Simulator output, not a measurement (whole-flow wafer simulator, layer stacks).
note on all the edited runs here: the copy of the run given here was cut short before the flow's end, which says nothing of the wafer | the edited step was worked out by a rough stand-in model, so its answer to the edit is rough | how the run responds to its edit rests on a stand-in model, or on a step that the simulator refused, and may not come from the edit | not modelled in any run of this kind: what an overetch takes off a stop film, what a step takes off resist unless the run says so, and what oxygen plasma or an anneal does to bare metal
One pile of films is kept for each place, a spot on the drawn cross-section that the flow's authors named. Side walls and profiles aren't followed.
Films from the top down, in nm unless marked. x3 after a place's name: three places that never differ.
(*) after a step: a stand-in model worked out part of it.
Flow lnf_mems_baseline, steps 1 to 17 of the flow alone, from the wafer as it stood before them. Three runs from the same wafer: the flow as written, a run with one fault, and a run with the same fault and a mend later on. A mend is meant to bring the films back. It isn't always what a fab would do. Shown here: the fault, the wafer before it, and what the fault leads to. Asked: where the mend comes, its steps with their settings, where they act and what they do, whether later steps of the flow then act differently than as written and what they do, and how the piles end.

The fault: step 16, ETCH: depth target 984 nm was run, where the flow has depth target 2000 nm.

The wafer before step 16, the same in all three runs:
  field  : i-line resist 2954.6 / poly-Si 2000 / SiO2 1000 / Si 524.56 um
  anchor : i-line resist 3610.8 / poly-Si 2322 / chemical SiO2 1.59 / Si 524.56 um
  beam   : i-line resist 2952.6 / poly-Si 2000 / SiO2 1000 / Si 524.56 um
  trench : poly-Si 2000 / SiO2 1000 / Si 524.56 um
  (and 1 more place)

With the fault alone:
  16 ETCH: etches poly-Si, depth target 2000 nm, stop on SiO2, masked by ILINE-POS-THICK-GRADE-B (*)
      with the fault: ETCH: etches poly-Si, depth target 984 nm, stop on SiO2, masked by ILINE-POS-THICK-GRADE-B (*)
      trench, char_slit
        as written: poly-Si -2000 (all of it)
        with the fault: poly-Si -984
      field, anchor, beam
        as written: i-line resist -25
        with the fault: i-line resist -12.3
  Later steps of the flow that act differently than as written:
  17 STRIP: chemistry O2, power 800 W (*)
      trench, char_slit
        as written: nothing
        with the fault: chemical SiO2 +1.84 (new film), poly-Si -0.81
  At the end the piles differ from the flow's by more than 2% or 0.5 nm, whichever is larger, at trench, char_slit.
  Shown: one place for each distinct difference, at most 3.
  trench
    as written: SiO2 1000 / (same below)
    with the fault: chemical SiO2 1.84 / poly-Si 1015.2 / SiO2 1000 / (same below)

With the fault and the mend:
  The mend comes after step 17.
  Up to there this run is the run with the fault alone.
  17a COAT: i-line resist, thickness 3000 nm (*) (the flow's step 11 once more)
      field
        i-line resist +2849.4 (new film)
      anchor
        i-line resist +3462.4 (new film)
      beam
        i-line resist +2764.4 (new film)
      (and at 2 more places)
  17b SOFTBAKE: 115 C, 90 s (the flow's step 12 once more)
      field
        i-line resist -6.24
      anchor
        i-line resist +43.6
      beam
        i-line resist +51.7
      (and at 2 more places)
  17c EXPOSE: photomask CANT, dose 200 mJ/cm2, NA 0.45, wavelength 365 nm (*) (the flow's step 13 once more)
      changes no film at any place that is followed
  17d PEB: i-line resist, 115 C, 90 s (the flow's step 14 once more)
      field
        i-line resist -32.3
      anchor
        i-line resist -43.4
      beam
        i-line resist -31.9
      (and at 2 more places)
  17e DEVELOP: i-line resist, thickness 3000 nm, developer developer-F, 60 s (the flow's step 15 once more)
      field, anchor
        i-line resist -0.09
      trench
        i-line resist -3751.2 (all of it)
      char_slit
        i-line resist -3793.7 (all of it)
  17f ETCH: etches poly-Si, depth target 1016 nm, stop on SiO2, masked by ILINE-POS-THICK-GRADE-B (*) (the flow's step 16 once more, with other settings)
      field, anchor, beam
        i-line resist -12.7
      trench, char_slit
        chemical SiO2 -1.84 (all of it), poly-Si -1015.2 (all of it)
  17g STRIP: chemistry O2, power 800 W (*) (the flow's step 17 once more)
      field
        i-line resist -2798 (all of it), chemical SiO2 +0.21, poly-Si -0.09
      anchor
        i-line resist -3449.8 (all of it), chemical SiO2 +0.21, poly-Si -0.09
      beam
        i-line resist -2771.4 (all of it), chemical SiO2 +0.21, poly-Si -0.09
  No later step of the flow acts differently than as written at any place that is followed.
  At the end the piles differ from the flow's only slightly at the places that both follow, by at most 2% or 0.5 nm, whichever is larger.
